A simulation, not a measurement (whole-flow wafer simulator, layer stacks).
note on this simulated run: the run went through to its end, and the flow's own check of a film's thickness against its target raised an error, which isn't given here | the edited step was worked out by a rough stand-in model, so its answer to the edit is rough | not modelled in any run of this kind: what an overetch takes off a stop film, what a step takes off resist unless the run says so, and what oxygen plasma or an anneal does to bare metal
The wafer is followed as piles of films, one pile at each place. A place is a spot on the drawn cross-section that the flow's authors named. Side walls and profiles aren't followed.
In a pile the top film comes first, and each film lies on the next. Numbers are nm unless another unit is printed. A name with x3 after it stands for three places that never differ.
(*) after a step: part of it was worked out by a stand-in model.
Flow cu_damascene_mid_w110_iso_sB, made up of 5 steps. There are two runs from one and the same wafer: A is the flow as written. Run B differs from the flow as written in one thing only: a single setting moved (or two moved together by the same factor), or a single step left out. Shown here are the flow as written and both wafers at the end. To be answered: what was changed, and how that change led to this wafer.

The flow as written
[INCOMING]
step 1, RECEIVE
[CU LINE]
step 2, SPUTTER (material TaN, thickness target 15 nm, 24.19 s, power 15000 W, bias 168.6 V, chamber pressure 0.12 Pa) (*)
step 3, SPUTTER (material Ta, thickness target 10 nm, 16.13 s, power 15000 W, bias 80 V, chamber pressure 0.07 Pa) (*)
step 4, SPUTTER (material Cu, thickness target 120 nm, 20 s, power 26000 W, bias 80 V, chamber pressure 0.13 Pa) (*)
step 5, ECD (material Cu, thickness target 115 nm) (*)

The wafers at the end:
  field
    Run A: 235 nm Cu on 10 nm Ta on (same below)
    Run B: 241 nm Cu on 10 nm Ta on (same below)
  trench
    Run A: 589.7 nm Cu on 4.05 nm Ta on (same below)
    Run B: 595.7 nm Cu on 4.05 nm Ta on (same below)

The reason: step 4, SPUTTER: thickness target 126 nm was run, whereas the flow has thickness target 120 nm; step 4, SPUTTER: 21 s was run, where the flow has 20 s.

Step by step, how the change led to this:
  step 4, SPUTTER (material Cu, thickness target 120 nm, 20 s, power 26000 W, bias 80 V, chamber pressure 0.13 Pa) (*)
      field: A +120 Cu (new film) | B +126 Cu (new film)
      trench: A +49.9 Cu (new film) | B +52.4 Cu (new film)
